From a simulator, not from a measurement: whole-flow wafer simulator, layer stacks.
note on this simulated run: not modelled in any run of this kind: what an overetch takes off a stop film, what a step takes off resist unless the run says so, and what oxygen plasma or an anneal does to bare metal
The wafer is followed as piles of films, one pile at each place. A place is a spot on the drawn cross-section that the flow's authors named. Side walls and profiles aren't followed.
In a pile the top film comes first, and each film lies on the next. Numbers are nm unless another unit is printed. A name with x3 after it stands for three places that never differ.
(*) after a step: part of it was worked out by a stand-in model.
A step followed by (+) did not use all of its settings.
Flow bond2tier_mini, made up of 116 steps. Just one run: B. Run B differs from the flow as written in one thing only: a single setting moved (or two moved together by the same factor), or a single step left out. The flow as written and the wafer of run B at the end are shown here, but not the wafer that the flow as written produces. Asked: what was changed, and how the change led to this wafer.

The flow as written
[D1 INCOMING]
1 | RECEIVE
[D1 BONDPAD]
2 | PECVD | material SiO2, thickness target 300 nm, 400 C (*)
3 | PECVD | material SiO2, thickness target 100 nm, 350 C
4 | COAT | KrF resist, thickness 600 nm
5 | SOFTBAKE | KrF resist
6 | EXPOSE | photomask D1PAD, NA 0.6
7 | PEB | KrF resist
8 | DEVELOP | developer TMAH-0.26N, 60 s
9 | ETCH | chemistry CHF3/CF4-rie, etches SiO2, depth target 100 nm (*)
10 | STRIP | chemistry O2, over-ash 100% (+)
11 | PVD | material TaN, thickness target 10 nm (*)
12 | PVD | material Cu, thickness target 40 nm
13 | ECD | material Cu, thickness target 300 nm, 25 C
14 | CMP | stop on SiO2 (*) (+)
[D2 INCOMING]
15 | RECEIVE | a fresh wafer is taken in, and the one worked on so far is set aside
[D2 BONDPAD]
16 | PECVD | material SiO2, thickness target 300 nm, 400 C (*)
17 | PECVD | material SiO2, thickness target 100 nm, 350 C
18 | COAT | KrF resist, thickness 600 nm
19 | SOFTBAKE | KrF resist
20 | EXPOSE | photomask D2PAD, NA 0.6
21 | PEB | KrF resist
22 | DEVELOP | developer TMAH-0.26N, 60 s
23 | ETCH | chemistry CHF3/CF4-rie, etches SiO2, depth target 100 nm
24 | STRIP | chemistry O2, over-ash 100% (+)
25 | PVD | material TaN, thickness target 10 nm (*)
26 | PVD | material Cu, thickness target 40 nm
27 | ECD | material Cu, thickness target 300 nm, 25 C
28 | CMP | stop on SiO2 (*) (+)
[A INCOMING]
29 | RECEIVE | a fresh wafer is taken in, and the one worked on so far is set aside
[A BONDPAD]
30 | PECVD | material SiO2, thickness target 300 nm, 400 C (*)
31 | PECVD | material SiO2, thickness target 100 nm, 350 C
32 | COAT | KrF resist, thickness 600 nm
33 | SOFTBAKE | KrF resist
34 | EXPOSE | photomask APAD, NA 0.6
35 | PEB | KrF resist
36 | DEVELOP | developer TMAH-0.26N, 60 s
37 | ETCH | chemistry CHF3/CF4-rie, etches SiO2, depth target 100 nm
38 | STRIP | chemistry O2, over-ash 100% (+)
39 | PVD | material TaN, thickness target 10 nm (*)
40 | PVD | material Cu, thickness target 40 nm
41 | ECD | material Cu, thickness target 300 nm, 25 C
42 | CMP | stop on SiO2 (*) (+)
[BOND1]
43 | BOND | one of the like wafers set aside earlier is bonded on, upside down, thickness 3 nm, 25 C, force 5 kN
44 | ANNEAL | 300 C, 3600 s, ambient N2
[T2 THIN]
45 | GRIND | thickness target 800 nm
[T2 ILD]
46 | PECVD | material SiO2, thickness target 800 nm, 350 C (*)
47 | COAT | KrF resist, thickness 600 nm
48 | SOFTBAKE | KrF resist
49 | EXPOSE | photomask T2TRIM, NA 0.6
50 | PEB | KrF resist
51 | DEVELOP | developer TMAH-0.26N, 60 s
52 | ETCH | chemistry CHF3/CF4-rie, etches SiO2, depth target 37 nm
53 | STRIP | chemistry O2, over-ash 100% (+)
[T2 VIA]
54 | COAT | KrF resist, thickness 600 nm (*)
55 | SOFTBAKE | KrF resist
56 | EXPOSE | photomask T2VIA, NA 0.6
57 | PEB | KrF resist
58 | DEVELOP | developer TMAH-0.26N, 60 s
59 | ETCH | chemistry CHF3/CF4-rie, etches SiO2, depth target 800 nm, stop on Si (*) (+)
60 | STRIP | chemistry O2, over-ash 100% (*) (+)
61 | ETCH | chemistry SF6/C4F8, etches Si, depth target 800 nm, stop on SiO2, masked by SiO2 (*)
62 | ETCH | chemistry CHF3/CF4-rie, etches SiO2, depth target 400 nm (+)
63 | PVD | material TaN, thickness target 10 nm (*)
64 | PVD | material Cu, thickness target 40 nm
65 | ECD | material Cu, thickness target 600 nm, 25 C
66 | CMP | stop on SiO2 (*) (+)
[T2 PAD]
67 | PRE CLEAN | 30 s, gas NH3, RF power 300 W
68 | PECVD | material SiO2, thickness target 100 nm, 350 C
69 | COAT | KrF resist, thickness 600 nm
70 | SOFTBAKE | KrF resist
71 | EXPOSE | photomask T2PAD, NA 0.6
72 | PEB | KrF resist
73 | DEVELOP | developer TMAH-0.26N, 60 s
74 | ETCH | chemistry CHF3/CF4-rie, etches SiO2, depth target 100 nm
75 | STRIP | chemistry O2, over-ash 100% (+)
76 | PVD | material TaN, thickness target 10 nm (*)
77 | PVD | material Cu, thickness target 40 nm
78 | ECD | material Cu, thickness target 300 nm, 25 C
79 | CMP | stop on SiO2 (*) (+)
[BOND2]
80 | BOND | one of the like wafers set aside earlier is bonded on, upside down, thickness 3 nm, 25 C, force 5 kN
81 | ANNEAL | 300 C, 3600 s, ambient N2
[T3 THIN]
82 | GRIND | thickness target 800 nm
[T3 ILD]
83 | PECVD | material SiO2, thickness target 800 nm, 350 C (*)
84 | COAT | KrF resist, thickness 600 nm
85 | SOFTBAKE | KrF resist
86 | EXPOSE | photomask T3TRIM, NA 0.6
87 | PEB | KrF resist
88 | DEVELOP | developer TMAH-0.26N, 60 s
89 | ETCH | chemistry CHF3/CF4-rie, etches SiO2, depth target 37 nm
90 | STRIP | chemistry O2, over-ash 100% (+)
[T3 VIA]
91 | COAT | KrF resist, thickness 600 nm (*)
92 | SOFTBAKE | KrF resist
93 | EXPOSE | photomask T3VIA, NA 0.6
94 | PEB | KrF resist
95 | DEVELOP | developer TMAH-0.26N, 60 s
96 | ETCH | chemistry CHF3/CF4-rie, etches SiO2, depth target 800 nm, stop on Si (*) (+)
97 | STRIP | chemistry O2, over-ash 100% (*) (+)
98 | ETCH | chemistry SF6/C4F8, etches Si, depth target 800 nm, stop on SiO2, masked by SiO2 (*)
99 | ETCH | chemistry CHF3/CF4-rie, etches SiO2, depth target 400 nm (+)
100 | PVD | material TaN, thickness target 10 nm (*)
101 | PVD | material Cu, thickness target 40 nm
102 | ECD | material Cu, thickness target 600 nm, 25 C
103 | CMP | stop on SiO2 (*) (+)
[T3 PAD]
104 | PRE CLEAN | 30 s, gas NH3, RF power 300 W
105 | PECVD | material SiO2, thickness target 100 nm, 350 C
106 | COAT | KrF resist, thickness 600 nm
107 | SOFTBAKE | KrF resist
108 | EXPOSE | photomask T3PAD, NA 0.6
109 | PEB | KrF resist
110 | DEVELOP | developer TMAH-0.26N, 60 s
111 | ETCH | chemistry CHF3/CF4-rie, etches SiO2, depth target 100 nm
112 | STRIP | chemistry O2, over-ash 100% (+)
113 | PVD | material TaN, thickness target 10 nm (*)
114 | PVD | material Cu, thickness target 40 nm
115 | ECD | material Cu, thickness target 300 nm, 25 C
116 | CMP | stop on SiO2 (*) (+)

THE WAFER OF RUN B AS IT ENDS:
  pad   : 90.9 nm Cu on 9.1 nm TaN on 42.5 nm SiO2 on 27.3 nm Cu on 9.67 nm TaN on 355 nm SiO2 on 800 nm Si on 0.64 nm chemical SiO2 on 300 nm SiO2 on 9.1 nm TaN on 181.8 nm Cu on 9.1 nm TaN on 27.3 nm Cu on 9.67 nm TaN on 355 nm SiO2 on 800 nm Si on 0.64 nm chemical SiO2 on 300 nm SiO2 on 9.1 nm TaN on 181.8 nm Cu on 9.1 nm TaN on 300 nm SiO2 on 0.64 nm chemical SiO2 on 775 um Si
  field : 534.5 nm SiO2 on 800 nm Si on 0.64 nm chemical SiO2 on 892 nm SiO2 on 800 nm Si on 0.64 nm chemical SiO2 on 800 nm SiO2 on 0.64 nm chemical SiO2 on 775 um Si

What caused this: step 105, PECVD: thickness target 142.5 nm was run, whereas the flow has thickness target 100 nm.

The path from the change to this, step by step:
  105 | PECVD | material SiO2, thickness target 100 nm, 350 C
      field: SiO2 gains 142.5 (as written it would have been: SiO2 gains 100)
      pad: SiO2 gains 142.5 (new film) (as written it would have been: SiO2 gains 100 (new film))
  111 | ETCH | chemistry CHF3/CF4-rie, etches SiO2, depth target 100 nm
      pad: SiO2 loses 100 (as written it would have been: SiO2 loses 100 (all of it))
Taking metal films that touch as one body, pad has 4 bodies (between them, from the top down: SiO2 42.5; SiO2 355 / Si 800 / chemical SiO2 0.64 / SiO2 300; SiO2 355 / Si 800 / chemical SiO2 0.64 / SiO2 300); the flow as written gives 3 bodies (between them, from the top down: SiO2 355 / Si 800 / chemical SiO2 0.64 / SiO2 300; SiO2 355 / Si 800 / chemical SiO2 0.64 / SiO2 300).
